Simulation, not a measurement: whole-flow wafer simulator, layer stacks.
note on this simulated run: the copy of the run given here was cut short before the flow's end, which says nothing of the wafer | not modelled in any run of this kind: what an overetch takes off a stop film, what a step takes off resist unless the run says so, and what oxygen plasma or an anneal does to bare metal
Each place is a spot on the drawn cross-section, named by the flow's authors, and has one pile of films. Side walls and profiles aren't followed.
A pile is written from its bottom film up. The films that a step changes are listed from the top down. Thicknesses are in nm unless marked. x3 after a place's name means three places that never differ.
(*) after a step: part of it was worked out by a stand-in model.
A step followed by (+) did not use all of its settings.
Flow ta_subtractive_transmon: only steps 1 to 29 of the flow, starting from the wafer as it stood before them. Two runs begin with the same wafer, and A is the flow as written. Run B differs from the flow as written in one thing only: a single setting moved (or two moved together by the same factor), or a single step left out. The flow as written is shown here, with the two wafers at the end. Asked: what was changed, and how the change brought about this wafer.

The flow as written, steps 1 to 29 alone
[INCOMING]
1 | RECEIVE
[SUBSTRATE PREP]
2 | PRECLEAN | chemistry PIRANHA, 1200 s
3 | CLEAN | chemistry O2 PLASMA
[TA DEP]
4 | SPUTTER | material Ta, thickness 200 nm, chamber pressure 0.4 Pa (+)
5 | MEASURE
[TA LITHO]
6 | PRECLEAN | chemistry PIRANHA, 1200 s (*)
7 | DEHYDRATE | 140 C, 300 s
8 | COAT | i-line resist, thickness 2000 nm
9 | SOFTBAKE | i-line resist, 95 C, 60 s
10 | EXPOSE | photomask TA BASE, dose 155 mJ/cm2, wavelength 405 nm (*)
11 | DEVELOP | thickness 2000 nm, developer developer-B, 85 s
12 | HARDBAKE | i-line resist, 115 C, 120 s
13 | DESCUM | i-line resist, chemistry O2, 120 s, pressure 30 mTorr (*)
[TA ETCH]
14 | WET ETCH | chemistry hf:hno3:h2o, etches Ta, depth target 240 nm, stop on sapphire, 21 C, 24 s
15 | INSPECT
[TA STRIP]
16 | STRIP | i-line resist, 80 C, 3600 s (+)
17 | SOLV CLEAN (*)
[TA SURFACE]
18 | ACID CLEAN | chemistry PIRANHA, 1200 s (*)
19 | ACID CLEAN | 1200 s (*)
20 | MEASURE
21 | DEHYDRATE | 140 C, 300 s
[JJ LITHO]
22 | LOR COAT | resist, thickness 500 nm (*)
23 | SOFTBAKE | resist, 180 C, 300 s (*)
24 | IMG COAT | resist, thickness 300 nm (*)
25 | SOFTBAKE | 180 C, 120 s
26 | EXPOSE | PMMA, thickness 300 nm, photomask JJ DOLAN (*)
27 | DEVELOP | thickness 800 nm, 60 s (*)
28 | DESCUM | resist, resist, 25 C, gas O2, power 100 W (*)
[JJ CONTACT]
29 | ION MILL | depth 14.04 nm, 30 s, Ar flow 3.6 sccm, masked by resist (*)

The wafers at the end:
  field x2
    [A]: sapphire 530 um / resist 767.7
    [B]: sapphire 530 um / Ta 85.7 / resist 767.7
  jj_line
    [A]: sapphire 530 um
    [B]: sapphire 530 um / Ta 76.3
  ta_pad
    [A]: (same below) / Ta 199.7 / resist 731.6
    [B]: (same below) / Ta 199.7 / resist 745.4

Cause: step 14, WET ETCH: depth target 114 nm was run, while the flow as written has depth target 240 nm; step 14, WET ETCH: 11.4 s was run, where the flow has 24 s.

The path from the change to this, step by step:
  14 | WET ETCH | chemistry hf:hno3:h2o, etches Ta, depth target 240 nm, stop on sapphire, 21 C, 24 s
      field x2, jj_line, lead: A -200 Ta (all of it) | B -114 Ta
  22 | LOR COAT | resist, thickness 500 nm (*)
      lead: A +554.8 resist (new film) | B +532.3 resist (new film)
      ta_contact: A +443.8 resist (new film) | B +466.6 resist (new film)
  24 | IMG COAT | resist, thickness 300 nm (*)
      ta_pad: A +281.3 resist | B +289.1 resist
  27 | DEVELOP | thickness 800 nm, 60 s (*)
      lead: A -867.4 resist (all of it) | B -839.4 resist (all of it)
      ta_contact: A -731.2 resist (all of it) | B -759.6 resist (all of it)
  29 | ION MILL | depth 14.04 nm, 30 s, Ar flow 3.6 sccm, masked by resist (*)
      jj_line, lead: A -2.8 sapphire | B -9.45 Ta
With metal films that touch counted as one body, field x2 has 1 body; the flow as written gives 0 bodies.
With metal films that touch counted as one body, jj_line has 1 body; the flow as written gives 0 bodies.
